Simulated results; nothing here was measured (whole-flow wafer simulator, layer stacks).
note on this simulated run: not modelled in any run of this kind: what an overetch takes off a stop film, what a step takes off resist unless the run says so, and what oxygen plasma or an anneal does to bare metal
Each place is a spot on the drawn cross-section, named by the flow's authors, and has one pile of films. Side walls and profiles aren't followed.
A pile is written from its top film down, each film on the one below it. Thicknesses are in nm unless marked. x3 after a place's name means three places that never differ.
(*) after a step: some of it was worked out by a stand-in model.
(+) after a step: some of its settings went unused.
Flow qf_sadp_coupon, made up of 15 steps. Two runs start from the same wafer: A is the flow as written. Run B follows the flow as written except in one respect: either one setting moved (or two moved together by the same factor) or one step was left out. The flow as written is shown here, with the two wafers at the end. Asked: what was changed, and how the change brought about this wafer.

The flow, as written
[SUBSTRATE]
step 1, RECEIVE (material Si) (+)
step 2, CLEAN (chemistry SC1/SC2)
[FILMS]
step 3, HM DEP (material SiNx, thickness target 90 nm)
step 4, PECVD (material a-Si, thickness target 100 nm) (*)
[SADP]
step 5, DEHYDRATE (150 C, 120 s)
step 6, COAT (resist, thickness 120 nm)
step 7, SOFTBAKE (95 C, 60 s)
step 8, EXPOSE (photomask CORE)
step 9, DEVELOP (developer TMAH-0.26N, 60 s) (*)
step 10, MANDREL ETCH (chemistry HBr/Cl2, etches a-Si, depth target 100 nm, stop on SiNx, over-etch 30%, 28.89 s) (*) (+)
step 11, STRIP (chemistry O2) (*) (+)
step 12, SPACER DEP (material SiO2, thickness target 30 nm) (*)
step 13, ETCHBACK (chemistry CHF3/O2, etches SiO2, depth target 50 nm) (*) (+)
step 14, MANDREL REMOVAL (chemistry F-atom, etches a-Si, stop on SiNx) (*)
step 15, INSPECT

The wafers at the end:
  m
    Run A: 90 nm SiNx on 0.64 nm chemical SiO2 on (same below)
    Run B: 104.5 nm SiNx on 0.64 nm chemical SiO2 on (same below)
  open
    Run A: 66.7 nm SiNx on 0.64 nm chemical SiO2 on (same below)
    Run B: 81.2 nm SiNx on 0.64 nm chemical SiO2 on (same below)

Cause: step 3, HM DEP: thickness target 104.5 nm was run, while the flow as written has thickness target 90 nm.
The wafer itself shows it: m has SiNx 104.5, and step 3 as written asks for 90 nm.

How this came from the change, step by step:
  step 3, HM DEP (material SiNx, thickness target 90 nm)
      m, open: A SiNx gains 90 (new film) | B SiNx gains 104.5 (new film)
